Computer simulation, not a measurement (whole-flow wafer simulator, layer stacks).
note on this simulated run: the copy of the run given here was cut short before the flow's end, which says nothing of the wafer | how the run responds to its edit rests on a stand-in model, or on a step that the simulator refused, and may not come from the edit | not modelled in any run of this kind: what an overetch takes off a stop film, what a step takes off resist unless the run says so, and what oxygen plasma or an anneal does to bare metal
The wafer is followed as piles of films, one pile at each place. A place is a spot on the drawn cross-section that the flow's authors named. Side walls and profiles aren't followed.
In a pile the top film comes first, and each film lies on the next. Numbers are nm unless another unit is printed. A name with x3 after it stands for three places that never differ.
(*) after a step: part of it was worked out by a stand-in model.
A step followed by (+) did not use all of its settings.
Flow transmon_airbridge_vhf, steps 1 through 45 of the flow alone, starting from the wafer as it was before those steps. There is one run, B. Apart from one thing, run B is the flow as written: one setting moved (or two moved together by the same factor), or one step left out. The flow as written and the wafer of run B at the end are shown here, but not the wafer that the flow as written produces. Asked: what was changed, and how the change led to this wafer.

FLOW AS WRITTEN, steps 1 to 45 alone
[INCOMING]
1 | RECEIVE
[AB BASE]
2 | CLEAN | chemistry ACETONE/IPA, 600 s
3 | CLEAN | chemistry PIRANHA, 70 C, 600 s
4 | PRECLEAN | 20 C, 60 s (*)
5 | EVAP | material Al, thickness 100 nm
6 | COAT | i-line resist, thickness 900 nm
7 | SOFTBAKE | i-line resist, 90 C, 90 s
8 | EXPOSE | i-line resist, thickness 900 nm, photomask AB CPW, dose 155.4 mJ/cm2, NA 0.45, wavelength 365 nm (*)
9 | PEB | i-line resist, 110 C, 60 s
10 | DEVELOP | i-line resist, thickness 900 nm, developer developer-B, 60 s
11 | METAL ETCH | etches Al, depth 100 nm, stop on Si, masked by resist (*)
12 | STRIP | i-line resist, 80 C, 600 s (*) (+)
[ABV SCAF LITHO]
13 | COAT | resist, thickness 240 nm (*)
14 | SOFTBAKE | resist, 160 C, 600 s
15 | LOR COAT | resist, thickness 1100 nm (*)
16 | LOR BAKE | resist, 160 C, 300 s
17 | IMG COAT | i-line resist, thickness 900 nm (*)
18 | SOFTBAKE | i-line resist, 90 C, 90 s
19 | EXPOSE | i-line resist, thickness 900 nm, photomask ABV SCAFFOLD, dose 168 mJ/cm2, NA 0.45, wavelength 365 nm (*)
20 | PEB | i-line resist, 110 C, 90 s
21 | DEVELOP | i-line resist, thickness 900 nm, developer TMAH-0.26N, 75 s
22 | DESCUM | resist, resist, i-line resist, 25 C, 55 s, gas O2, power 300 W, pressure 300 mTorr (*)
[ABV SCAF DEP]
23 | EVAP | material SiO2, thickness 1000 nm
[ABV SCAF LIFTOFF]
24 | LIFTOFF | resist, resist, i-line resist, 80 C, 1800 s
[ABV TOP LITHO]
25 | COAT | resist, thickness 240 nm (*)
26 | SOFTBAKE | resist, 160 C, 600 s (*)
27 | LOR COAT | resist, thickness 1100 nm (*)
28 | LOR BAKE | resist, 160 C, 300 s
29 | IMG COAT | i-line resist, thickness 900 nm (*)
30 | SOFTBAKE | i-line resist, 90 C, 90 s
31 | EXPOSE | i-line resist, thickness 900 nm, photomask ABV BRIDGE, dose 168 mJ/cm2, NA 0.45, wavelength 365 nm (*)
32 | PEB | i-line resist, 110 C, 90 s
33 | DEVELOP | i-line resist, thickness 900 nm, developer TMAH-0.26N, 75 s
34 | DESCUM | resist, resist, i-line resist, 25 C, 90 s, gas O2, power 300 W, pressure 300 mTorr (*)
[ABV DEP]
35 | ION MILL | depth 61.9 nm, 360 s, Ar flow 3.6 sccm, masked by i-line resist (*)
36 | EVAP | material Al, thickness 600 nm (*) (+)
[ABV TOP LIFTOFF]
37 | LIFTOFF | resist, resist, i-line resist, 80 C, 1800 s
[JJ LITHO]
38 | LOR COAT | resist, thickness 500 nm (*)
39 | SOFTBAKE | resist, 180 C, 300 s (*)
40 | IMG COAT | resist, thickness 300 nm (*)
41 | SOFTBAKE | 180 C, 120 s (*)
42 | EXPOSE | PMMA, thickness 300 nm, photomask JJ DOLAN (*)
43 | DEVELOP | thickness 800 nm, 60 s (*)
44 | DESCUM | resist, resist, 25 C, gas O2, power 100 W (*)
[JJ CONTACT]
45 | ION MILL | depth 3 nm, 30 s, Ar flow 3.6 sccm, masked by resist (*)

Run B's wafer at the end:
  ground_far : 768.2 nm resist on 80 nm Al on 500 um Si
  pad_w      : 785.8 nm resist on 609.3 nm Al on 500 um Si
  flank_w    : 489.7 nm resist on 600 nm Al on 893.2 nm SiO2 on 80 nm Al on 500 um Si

The reason: step 5, EVAP: thickness 80 nm was run, while the flow as written has thickness 100 nm.
The wafer lets one read it off: ground_far has Al 80, and step 5 as written asks for 100 nm.

Step by step, how the change led to this:
  5 | EVAP | material Al, thickness 100 nm
      field x3, jj_line, ground_far and 12 more: Al gains 80 (new film) (in the flow as written it would be: Al gains 100 (new film))
  11 | METAL ETCH | etches Al, depth 100 nm, stop on Si, masked by resist (*)
      field x3, jj_line, gap_w, gap_e: Al loses 80 (all of it) (in the flow as written it would be: Al loses 100 (all of it))
